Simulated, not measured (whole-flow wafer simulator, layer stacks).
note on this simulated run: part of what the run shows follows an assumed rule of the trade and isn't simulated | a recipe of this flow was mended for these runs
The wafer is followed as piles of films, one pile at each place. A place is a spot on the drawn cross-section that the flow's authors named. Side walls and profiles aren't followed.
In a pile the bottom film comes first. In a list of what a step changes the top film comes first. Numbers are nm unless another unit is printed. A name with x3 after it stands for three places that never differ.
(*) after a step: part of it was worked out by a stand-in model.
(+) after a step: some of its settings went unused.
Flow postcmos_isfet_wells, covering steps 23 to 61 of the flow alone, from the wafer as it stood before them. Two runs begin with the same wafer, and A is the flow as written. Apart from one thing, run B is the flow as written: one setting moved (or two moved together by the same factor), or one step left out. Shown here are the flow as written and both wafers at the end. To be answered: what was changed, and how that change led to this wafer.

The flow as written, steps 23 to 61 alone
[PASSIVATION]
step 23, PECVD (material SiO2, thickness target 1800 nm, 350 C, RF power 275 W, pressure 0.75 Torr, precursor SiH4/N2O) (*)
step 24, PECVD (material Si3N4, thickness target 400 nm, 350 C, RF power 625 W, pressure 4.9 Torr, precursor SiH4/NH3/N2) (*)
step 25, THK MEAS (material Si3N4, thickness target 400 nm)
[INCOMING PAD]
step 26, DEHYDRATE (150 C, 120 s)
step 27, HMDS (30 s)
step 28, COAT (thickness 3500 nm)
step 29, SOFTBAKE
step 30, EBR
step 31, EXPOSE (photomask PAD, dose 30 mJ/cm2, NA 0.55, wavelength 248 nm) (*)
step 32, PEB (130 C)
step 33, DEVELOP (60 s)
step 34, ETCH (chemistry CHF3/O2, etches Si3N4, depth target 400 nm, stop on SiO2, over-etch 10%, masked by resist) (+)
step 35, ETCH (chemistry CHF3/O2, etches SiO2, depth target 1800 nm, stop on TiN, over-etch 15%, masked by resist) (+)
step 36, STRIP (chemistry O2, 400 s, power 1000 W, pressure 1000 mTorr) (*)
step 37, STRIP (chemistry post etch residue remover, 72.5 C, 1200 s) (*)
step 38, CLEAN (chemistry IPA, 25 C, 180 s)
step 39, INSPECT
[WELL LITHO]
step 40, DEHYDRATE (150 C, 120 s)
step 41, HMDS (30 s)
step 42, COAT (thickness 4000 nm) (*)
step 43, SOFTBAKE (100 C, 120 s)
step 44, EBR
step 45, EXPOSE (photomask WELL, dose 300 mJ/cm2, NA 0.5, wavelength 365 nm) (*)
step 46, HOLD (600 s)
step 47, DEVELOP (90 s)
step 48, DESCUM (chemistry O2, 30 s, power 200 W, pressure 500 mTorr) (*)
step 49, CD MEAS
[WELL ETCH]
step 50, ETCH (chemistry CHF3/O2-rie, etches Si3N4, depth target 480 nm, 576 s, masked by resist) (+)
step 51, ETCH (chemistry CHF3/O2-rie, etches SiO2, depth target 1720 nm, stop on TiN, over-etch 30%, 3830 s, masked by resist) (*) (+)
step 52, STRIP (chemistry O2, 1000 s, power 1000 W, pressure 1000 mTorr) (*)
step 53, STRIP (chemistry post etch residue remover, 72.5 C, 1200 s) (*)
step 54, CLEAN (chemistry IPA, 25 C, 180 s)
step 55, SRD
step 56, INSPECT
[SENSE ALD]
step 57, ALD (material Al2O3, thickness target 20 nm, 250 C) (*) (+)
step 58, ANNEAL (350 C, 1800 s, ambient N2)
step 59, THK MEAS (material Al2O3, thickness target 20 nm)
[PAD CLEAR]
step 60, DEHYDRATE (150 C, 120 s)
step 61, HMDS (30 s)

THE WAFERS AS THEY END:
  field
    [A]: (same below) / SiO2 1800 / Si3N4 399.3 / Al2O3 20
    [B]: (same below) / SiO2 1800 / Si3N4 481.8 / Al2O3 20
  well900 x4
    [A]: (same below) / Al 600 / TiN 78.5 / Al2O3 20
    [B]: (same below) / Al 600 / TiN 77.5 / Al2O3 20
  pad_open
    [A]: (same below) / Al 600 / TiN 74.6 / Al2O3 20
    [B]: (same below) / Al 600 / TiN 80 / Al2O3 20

What caused this: step 24, PECVD: thickness target 482.5 nm was run, while the flow as written has thickness target 400 nm.

Step by step, how the change led to this:
  step 24, PECVD (material Si3N4, thickness target 400 nm, 350 C, RF power 625 W, pressure 4.9 Torr, precursor SiH4/NH3/N2) (*)
      field, margin x2, well900 x4, pad_clr, pad_open: A +400 Si3N4 (new film) | B +482.5 Si3N4 (new film)
  step 34, ETCH (chemistry CHF3/O2, etches Si3N4, depth target 400 nm, stop on SiO2, over-etch 10%, masked by resist) (+)
      pad_open: A -400 Si3N4 (all of it), -20 SiO2 | B -440 Si3N4
  step 35, ETCH (chemistry CHF3/O2, etches SiO2, depth target 1800 nm, stop on TiN, over-etch 15%, masked by resist) (+)
      pad_open: A -1780 SiO2 (all of it), -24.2 TiN | B -42.5 Si3N4 (all of it), -1800 SiO2 (all of it), -18.8 TiN
  step 43, SOFTBAKE (100 C, 120 s)
      pad_clr: A -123 thick-g/i-line-resist | B -129 thick-g/i-line-resist
      pad_open: A +73 thick-g/i-line-resist | B +74.9 thick-g/i-line-resist
  step 50, ETCH (chemistry CHF3/O2-rie, etches Si3N4, depth target 480 nm, 576 s, masked by resist) (+)
      well900 x4: A -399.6 Si3N4 (all of it), -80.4 SiO2 | B -480 Si3N4
  step 51, ETCH (chemistry CHF3/O2-rie, etches SiO2, depth target 1720 nm, stop on TiN, over-etch 30%, 3830 s, masked by resist) (*) (+)
      well900 x4: A -1719.6 SiO2 (all of it), -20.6 TiN | B -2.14 Si3N4 (all of it), -1800 SiO2 (all of it), -21.6 TiN
